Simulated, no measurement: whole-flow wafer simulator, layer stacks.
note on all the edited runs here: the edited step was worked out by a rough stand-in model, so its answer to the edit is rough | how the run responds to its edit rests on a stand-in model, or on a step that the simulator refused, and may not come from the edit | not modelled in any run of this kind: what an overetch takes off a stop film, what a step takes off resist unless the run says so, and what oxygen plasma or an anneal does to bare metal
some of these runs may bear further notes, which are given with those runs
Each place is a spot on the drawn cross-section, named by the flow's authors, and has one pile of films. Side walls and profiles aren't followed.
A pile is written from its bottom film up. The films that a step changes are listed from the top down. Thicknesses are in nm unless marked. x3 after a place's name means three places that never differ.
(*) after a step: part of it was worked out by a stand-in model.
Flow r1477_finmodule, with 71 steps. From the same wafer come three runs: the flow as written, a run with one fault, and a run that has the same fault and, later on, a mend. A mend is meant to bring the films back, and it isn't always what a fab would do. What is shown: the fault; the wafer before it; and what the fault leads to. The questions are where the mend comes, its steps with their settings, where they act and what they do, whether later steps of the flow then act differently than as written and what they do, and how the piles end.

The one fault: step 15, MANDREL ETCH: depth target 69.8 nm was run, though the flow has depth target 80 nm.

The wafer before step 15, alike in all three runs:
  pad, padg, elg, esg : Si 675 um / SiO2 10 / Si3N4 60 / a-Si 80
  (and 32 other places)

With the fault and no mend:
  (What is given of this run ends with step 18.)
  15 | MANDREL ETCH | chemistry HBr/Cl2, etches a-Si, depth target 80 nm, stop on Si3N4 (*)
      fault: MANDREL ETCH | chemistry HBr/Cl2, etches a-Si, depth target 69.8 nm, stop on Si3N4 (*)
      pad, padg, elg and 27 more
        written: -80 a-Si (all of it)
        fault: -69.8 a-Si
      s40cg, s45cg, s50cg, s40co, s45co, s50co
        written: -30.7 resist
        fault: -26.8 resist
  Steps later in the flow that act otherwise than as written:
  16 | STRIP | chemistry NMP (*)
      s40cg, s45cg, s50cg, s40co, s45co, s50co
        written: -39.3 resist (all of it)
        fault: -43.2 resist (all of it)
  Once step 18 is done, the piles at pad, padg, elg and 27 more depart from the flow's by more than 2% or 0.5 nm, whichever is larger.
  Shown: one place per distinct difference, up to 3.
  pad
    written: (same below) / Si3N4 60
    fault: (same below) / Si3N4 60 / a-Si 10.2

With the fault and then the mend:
  The mend stands after step 15.
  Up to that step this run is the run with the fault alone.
  15a | MANDREL ETCH | chemistry HBr/Cl2, etches a-Si, depth target 10.2 nm, stop on Si3N4 (*) (the flow's step 15 again, with other settings)
      pad, padg, elg and 27 more
        -10.2 a-Si (all of it)
      s40cg, s45cg, s50cg, s40co, s45co, s50co
        -3.91 resist
  Every later step of the flow that is run acts as written at every place that is followed.
  At every place that both follow, the piles at the end match the flow's.
